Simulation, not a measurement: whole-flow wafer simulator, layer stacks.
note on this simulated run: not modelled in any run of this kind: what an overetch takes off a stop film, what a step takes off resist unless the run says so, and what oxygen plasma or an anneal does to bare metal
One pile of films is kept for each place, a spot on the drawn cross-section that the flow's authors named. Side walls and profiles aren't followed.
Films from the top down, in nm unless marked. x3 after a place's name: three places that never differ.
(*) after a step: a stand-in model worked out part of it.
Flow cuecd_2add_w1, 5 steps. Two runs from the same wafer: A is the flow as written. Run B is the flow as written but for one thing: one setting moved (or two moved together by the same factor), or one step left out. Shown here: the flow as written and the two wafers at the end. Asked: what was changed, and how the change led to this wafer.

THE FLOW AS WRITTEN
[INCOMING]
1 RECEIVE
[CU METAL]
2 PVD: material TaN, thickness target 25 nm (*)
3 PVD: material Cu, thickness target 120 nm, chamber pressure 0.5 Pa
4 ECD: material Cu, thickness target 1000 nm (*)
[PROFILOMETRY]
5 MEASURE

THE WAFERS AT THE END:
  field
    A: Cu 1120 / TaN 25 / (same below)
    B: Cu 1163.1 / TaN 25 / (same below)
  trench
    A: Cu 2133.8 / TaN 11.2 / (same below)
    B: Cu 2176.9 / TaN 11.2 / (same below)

The cause: step 3, PVD: thickness target 163.1 nm was run, where the flow has thickness target 120 nm.

How the change led to this, step by step:
  3 PVD: material Cu, thickness target 120 nm, chamber pressure 0.5 Pa
      field: A Cu +120 (new film) | B Cu +163.1 (new film)
      trench: A Cu +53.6 (new film) | B Cu +71.9 (new film)
